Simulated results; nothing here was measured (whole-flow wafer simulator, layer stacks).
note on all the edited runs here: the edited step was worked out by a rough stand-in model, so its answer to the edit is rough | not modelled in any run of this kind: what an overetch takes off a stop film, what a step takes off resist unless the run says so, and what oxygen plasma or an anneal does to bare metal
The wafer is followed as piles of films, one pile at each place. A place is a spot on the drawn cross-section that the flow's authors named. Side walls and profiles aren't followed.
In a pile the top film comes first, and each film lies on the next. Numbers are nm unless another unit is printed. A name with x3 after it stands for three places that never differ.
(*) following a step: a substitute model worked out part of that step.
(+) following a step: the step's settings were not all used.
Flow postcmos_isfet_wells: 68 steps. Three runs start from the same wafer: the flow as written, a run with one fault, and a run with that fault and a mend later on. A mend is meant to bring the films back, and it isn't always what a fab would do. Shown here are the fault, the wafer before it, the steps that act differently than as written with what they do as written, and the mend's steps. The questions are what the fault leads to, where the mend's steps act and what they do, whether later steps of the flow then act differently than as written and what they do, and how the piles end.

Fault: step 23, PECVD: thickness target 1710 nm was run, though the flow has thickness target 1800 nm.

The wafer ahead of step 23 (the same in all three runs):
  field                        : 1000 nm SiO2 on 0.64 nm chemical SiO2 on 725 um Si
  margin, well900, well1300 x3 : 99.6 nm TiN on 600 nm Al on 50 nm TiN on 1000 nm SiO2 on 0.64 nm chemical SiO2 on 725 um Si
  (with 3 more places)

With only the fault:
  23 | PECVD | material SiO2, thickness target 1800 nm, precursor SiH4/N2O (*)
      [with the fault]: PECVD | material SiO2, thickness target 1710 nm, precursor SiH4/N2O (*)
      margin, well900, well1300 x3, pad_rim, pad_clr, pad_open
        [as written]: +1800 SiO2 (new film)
        [with the fault]: +1710 SiO2 (new film)
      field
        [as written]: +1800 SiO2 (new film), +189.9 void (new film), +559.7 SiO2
        [with the fault]: +1710 SiO2 (new film), +189.9 void (new film), +559.7 SiO2
  Steps later in the flow that act otherwise than as written (6 more steps, not shown, differ only slightly: by at most 2% or 0.5 nm, whichever is larger):
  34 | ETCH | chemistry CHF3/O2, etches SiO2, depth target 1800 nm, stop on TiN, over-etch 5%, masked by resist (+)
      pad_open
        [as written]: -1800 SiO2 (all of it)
        [with the fault]: -1710 SiO2 (all of it)
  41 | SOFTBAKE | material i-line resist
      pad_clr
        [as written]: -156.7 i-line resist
        [with the fault]: -147.7 i-line resist
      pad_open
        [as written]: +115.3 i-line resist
        [with the fault]: +111.3 i-line resist
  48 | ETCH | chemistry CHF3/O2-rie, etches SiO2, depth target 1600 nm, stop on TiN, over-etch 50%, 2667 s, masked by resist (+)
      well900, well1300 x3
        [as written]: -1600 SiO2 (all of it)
        [with the fault]: -1510 SiO2 (all of it)
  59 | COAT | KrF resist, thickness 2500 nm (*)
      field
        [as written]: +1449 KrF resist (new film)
        [with the fault]: +1492 KrF resist (new film)
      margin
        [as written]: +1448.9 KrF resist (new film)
        [with the fault]: +1491.9 KrF resist (new film)
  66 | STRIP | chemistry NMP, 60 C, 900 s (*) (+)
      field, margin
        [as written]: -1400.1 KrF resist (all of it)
        [with the fault]: -1442.8 KrF resist (all of it)
  At field, margin, pad_rim, pad_clr, the piles at the end differ from the flow's by more than 2% or 0.5 nm, whichever is larger.
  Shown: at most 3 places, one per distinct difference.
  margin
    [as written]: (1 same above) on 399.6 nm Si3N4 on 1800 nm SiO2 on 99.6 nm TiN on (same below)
    [with the fault]: (1 same above) on 399.6 nm Si3N4 on 1710 nm SiO2 on 99.6 nm TiN on (same below)
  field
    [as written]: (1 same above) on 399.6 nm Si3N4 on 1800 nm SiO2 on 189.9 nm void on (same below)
    [with the fault]: (1 same above) on 399.6 nm Si3N4 on 1710 nm SiO2 on 189.9 nm void on (same below)
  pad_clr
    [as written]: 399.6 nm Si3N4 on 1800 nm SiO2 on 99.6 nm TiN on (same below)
    [with the fault]: 399.6 nm Si3N4 on 1710 nm SiO2 on 99.6 nm TiN on (same below)

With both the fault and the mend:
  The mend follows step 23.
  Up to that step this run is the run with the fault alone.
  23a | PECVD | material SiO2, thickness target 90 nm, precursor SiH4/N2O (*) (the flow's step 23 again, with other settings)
      field, margin, well900, well1300 x3, pad_rim, pad_clr, pad_open
        +90 SiO2
  Later steps of the flow that are run all act as written at every place that is followed.
  The piles end the same as the flow's at every place that both follow.
